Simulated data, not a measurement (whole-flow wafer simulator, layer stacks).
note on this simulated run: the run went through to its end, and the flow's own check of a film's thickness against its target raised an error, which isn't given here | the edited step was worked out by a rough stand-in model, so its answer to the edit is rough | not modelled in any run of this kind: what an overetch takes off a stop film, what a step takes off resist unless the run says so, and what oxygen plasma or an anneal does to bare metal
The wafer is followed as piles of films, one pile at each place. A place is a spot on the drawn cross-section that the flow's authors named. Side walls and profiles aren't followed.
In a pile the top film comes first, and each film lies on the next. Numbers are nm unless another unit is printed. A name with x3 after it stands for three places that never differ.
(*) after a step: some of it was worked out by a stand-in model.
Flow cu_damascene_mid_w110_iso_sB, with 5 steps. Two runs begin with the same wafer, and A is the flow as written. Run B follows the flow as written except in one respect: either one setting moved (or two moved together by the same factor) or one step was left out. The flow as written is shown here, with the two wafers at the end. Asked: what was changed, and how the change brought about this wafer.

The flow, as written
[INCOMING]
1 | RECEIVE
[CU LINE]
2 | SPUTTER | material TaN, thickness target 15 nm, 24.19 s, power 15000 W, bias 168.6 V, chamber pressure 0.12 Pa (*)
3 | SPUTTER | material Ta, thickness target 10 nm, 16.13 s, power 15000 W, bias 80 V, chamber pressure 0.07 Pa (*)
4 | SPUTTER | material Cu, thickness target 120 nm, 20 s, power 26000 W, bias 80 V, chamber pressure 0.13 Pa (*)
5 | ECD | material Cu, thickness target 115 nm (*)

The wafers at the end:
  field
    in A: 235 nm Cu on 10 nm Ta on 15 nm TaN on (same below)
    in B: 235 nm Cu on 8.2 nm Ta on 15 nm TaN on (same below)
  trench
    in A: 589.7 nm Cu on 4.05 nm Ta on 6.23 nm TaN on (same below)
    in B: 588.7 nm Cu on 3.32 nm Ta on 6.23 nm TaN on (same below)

What caused this: step 3, SPUTTER: thickness target 8.2 nm was run, while the flow as written has thickness target 10 nm; step 3, SPUTTER: 13.31 s was run, where the flow has 16.13 s.
The wafer itself shows it: field has Ta 8.2, and step 3 as written asks for 10 nm.

The path from the change to this, step by step:
  3 | SPUTTER | material Ta, thickness target 10 nm, 16.13 s, power 15000 W, bias 80 V, chamber pressure 0.07 Pa (*)
      field: A +10 Ta (new film) | B +8.2 Ta (new film)
      trench: A +4.05 Ta (new film) | B +3.32 Ta (new film)
